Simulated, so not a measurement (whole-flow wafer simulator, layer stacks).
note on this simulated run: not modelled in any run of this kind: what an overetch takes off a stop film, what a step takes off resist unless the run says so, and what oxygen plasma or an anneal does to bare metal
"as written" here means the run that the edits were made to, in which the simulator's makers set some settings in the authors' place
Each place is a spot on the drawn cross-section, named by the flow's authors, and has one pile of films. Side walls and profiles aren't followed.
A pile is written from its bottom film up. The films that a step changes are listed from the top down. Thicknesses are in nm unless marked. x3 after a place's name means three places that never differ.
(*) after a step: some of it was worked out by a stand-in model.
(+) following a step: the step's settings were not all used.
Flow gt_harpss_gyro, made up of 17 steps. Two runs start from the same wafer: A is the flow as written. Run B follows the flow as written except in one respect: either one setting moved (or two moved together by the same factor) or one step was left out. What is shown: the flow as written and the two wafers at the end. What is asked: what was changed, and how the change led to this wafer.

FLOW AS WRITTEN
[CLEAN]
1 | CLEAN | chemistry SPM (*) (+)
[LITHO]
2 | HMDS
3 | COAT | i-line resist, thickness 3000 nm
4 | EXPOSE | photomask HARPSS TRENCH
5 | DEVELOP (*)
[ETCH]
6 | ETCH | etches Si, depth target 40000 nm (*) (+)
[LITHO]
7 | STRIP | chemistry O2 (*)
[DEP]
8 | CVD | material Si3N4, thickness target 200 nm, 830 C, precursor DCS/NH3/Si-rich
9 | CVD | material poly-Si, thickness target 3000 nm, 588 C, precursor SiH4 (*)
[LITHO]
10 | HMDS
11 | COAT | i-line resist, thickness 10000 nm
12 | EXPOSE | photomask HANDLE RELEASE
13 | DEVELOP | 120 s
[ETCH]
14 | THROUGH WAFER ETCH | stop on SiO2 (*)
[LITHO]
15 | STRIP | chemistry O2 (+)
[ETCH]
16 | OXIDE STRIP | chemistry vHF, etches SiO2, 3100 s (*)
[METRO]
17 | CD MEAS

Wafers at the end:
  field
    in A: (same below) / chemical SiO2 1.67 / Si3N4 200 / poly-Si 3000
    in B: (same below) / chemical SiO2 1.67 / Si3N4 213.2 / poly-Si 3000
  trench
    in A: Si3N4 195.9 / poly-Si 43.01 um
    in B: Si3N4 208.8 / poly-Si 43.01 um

What caused this: step 8, CVD: thickness target 213.2 nm was run, while the flow as written has thickness target 200 nm.
The wafer itself shows it: field has Si3N4 213.2, and step 8 as written asks for 200 nm.

Step by step, how the change led to this:
  8 | CVD | material Si3N4, thickness target 200 nm, 830 C, precursor DCS/NH3/Si-rich
      field: A Si3N4 gains 200 (new film) | B Si3N4 gains 213.2 (new film)
      trench: A Si3N4 gains 195.9 (new film) | B Si3N4 gains 208.8 (new film)
